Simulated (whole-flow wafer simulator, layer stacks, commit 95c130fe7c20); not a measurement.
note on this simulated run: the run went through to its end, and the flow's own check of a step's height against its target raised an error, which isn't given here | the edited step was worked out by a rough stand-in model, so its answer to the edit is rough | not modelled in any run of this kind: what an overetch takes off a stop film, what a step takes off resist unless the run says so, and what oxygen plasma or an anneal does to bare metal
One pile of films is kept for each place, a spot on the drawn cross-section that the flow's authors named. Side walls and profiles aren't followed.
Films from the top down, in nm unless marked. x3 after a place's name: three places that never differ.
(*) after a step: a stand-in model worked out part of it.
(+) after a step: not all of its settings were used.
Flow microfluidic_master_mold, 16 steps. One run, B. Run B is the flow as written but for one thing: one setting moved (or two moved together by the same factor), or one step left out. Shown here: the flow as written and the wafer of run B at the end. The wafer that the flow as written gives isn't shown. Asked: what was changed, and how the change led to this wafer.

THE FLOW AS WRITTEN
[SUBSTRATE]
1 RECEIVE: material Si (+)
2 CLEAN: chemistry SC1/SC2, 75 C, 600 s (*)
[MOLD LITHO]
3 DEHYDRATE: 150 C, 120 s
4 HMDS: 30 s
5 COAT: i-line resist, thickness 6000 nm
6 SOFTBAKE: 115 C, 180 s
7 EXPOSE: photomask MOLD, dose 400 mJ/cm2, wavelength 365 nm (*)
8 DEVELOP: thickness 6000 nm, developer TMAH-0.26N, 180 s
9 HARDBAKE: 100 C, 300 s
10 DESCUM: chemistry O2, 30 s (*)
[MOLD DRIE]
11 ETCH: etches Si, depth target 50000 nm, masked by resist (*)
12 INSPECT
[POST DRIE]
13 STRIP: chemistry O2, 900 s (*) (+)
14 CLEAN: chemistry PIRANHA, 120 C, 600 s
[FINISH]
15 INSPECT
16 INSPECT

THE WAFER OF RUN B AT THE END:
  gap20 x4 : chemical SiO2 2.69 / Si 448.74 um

The cause: step 11, ETCH: depth target 76250 nm was run, where the flow has depth target 50000 nm.

How the change led to this, step by step:
  11 ETCH: etches Si, depth target 50000 nm, masked by resist (*)
      gap20 x4: chemical SiO2 -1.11 (all of it), Si -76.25 um (as written it would be: chemical SiO2 -1.11 (all of it), Si -50 um)
      ridge: i-line resist -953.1 (as written it would be: i-line resist -625)
  13 STRIP: chemistry O2, 900 s (*) (+)
      ridge: i-line resist -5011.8 (all of it), chemical SiO2 +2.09, Si -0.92 (as written it would be: i-line resist -5339.9 (all of it), chemical SiO2 +2.09, Si -0.92)
